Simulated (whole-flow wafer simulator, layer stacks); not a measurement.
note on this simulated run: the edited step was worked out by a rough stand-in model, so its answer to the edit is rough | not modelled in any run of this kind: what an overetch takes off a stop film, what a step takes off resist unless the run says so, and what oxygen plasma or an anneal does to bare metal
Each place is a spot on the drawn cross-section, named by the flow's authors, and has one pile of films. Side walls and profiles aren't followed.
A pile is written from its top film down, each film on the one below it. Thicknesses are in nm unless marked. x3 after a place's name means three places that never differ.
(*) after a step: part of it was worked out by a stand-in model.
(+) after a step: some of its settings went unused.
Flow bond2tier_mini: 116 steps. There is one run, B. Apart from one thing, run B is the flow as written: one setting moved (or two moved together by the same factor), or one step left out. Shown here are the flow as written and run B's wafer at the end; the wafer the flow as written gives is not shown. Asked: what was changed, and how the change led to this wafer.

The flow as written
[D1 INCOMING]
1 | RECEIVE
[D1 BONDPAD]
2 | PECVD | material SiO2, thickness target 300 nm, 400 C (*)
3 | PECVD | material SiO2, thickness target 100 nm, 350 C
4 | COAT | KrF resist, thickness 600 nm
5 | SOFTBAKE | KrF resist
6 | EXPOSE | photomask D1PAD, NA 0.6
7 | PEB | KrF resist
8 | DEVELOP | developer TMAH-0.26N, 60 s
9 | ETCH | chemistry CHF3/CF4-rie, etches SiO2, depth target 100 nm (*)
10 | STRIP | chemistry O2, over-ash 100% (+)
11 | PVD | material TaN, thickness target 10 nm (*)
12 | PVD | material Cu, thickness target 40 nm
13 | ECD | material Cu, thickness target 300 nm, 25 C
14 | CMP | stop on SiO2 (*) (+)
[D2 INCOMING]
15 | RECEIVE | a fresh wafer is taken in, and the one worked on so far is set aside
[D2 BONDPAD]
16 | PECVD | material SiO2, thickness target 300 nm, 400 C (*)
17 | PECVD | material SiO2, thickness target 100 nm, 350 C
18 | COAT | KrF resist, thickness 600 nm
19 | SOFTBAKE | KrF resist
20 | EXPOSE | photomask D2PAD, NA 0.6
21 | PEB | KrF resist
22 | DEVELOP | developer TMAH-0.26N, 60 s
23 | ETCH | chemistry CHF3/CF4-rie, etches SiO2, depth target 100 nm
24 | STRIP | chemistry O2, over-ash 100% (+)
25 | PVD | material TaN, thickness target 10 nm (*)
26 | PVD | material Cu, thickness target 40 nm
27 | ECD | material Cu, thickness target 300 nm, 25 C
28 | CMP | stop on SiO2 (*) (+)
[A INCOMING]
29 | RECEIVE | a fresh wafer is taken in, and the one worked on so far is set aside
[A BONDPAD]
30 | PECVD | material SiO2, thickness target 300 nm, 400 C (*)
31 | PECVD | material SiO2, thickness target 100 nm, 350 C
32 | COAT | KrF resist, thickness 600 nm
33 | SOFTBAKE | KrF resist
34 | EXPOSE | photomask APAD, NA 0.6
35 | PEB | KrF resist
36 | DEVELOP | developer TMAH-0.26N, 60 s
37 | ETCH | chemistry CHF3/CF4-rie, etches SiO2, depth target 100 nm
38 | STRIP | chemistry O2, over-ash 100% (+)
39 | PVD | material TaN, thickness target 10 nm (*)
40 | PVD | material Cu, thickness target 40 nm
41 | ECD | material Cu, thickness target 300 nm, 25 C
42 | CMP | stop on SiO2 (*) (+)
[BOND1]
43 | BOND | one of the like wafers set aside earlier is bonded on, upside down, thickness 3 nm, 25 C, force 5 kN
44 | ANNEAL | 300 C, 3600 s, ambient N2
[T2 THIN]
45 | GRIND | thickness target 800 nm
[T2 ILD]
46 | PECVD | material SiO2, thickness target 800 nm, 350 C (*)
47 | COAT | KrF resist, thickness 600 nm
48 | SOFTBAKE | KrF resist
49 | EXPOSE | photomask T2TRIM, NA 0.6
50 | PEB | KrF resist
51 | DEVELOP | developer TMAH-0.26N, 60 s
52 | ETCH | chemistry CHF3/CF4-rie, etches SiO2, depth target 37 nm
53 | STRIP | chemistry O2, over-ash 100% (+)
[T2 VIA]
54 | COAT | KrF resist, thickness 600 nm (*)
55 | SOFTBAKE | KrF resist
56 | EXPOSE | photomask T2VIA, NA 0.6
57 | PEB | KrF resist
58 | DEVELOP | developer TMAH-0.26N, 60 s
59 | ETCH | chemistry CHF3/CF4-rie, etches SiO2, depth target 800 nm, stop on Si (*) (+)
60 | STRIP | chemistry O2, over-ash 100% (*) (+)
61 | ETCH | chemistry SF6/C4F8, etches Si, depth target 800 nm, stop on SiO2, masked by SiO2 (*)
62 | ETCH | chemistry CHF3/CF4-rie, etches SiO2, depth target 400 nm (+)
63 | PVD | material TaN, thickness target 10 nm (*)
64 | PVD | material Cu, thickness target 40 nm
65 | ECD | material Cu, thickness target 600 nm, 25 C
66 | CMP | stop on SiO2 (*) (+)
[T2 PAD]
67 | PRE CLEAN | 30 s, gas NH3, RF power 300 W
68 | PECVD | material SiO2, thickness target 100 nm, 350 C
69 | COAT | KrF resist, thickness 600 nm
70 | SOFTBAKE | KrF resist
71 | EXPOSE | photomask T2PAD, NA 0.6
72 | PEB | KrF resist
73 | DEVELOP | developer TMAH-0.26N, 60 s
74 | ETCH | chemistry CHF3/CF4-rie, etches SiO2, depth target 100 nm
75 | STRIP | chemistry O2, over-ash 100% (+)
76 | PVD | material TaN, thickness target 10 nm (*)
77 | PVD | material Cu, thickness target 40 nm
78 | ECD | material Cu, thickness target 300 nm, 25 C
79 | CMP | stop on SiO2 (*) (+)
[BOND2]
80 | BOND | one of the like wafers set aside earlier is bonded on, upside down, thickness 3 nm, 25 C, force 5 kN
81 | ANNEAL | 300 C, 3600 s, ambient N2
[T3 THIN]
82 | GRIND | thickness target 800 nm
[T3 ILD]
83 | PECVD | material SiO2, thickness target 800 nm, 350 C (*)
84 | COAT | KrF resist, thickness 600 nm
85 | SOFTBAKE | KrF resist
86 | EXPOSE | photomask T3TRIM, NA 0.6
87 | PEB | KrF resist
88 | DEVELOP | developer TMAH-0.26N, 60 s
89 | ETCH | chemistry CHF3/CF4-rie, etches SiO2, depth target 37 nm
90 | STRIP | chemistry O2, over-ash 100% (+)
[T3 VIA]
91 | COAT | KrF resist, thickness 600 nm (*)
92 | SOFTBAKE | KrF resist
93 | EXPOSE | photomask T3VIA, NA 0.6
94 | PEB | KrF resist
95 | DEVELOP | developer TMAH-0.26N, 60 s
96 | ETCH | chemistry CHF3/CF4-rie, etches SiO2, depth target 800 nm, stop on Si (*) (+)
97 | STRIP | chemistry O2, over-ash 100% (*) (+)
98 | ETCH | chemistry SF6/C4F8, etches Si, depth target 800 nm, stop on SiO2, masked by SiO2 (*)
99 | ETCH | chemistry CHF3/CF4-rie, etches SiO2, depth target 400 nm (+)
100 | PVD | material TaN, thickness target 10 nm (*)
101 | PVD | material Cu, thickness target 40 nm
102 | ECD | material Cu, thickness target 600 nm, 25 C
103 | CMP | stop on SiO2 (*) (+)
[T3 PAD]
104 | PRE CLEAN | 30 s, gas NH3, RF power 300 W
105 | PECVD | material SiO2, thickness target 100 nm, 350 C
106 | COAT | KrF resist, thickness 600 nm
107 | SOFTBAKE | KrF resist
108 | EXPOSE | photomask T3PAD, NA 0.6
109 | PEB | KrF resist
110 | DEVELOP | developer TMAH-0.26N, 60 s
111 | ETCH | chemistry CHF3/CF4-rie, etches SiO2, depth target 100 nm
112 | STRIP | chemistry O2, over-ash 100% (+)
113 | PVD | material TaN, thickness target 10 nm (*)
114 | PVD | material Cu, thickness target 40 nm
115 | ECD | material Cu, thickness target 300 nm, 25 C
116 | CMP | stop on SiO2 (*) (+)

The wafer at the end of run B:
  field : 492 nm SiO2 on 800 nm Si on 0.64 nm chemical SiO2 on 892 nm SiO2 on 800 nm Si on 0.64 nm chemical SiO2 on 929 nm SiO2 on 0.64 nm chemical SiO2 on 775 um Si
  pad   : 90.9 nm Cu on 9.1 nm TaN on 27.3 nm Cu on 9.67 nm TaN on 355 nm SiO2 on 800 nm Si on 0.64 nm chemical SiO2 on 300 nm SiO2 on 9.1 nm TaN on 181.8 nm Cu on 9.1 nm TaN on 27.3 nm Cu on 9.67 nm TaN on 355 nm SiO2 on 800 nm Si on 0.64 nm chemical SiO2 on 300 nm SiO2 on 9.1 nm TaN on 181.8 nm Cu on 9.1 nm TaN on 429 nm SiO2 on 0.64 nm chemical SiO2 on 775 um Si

Cause: step 30, PECVD: thickness target 429 nm was run, while the flow as written has thickness target 300 nm.
One can read it off the wafer: pad has SiO2 429, and step 30 as written asks for 300 nm.

Step by step, how the change led to this:
  30 | PECVD | material SiO2, thickness target 300 nm, 400 C (*)
      field, pad, via: SiO2 gains 429 (new film) (as written it would have been: SiO2 gains 300 (new film))
